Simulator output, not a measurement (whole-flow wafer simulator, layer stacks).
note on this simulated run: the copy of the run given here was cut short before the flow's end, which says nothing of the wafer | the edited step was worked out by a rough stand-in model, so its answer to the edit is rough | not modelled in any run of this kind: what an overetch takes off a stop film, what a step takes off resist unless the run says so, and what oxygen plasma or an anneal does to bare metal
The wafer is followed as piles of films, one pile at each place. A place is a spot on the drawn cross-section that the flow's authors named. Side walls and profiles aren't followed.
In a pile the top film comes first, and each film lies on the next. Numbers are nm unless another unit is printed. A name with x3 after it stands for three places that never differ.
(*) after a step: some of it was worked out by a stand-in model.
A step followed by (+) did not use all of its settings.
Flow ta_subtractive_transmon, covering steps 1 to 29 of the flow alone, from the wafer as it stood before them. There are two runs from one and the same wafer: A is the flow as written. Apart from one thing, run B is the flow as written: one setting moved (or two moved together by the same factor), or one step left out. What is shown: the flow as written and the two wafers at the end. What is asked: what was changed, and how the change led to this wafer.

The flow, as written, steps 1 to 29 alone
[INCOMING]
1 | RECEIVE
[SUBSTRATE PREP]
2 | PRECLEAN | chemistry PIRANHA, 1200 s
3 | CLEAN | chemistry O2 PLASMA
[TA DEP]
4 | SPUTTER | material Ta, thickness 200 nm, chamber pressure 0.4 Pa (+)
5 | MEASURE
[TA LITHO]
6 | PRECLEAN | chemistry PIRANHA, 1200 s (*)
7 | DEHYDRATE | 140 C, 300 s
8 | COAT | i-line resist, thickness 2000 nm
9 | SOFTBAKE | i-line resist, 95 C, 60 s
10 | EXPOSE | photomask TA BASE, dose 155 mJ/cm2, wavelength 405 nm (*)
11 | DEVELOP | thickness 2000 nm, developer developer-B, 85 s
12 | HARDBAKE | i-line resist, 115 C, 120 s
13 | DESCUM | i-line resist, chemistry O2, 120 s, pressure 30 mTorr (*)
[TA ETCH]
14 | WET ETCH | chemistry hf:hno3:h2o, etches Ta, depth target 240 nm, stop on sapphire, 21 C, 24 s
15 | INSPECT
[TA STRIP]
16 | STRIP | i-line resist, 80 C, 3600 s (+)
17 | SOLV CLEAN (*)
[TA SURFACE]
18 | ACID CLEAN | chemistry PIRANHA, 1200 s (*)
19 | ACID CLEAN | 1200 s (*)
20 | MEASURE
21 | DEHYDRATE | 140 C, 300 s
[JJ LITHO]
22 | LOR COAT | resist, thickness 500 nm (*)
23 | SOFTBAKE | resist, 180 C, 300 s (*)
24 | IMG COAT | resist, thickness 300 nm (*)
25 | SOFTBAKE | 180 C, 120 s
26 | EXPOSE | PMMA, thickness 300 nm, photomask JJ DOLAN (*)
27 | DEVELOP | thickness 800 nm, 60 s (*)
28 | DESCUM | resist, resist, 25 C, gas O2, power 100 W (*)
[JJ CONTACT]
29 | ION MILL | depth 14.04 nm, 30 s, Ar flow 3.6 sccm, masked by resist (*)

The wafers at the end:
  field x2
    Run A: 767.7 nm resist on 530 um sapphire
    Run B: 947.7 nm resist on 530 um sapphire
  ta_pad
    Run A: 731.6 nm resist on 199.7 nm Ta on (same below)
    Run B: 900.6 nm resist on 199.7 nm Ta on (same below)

What caused this: step 24, IMG COAT: thickness 480 nm was run, whereas the flow has thickness 300 nm.

How this came from the change, step by step:
  24 | IMG COAT | resist, thickness 300 nm (*)
      field x2, jj_line: A resist gains 300 | B resist gains 480
      lead: A resist gains 312.6 | B resist gains 498.2
      (and at 2 other places as well)
  27 | DEVELOP | thickness 800 nm, 60 s (*)
      jj_line: A resist loses 800 (all of it) | B resist loses 980 (all of it)
      lead: A resist loses 867.4 (all of it) | B resist loses 1053 (all of it)
      (and at 1 other place as well)
